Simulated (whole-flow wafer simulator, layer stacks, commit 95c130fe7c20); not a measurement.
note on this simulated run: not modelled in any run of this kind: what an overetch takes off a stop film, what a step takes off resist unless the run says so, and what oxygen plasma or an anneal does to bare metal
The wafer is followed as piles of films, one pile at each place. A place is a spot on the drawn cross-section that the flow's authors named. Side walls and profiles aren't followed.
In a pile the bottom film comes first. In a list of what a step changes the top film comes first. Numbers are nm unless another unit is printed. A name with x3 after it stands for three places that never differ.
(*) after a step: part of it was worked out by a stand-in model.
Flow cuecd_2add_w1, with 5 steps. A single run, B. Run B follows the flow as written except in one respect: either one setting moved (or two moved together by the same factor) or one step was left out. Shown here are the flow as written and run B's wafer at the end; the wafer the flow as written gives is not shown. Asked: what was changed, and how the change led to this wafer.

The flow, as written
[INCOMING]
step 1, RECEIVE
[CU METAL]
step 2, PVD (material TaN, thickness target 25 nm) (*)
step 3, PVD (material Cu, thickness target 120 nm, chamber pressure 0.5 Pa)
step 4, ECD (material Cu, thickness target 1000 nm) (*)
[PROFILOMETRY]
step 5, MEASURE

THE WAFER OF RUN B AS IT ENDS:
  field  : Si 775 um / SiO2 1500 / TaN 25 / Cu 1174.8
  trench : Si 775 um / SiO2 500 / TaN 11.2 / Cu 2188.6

Cause: step 3, PVD: thickness target 174.8 nm was run, while the flow as written has thickness target 120 nm.

Step by step, how the change led to this:
  step 3, PVD (material Cu, thickness target 120 nm, chamber pressure 0.5 Pa)
      field: +174.8 Cu (new film) (it would be, as written: +120 Cu (new film))
      trench: +76.7 Cu (new film) (it would be, as written: +53.6 Cu (new film))
